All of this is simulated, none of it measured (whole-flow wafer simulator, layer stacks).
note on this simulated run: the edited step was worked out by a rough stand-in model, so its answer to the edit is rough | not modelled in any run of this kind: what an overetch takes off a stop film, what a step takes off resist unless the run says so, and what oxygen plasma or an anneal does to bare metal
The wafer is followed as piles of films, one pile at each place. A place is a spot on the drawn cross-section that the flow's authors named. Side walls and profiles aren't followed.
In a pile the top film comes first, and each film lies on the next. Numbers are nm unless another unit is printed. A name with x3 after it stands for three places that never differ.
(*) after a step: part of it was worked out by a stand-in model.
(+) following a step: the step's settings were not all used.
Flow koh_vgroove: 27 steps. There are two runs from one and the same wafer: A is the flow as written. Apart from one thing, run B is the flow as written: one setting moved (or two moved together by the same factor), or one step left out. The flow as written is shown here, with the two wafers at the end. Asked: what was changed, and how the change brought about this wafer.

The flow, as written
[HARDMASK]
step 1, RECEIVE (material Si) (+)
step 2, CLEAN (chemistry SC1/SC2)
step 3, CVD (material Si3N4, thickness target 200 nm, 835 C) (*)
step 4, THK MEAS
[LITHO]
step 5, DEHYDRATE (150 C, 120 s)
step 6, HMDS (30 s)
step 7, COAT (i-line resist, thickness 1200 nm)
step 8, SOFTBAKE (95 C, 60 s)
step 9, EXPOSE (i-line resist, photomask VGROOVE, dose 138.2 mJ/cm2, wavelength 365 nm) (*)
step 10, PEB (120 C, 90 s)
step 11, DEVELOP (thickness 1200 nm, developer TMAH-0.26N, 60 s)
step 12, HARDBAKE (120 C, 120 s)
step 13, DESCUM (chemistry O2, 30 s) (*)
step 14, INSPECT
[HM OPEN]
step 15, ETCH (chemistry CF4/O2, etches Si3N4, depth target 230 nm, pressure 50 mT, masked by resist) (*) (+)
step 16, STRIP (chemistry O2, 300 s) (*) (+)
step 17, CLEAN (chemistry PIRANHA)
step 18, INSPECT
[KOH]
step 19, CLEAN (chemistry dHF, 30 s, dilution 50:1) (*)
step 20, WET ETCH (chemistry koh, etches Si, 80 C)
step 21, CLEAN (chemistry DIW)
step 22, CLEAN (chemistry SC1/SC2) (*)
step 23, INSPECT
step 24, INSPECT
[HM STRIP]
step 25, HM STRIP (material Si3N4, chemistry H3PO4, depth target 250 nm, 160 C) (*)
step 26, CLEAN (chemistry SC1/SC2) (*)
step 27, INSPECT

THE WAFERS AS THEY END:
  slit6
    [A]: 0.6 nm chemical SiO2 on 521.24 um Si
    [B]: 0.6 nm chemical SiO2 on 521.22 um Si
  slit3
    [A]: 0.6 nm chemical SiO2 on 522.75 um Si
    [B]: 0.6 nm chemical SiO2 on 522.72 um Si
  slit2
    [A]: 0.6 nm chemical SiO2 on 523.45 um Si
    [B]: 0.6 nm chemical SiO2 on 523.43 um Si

Cause: step 15, ETCH: depth target 253 nm was run, while the flow as written has depth target 230 nm.

The path from the change to this, step by step:
  step 15, ETCH (chemistry CF4/O2, etches Si3N4, depth target 230 nm, pressure 50 mT, masked by resist) (*) (+)
      slit3, slit2, slit6, slit20: A -200 Si3N4 (all of it), -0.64 chemical SiO2 (all of it), -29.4 Si | B -200 Si3N4 (all of it), -0.64 chemical SiO2 (all of it), -52.4 Si
      field: A -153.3 i-line resist | B -168.7 i-line resist
